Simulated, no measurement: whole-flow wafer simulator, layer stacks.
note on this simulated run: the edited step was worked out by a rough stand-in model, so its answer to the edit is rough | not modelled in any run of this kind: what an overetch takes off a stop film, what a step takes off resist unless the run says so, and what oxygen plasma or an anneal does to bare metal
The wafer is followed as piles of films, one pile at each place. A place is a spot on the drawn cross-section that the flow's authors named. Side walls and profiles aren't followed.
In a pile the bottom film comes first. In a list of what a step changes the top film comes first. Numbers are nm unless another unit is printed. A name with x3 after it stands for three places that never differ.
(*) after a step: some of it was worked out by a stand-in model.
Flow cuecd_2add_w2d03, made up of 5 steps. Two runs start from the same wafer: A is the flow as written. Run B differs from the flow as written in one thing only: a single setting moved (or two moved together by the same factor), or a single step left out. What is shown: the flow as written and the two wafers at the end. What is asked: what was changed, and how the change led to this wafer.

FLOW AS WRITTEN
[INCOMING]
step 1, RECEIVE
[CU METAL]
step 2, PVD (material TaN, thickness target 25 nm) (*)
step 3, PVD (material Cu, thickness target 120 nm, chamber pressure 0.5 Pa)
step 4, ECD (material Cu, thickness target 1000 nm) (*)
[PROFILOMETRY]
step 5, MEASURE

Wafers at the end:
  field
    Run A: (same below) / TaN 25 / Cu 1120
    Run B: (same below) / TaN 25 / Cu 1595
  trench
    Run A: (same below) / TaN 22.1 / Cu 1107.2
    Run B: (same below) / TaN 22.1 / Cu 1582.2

Cause: step 4, ECD: thickness target 1475 nm was run, while the flow as written has thickness target 1000 nm.

How this came from the change, step by step:
  step 4, ECD (material Cu, thickness target 1000 nm) (*)
      field, trench: A Cu gains 1000 | B Cu gains 1475
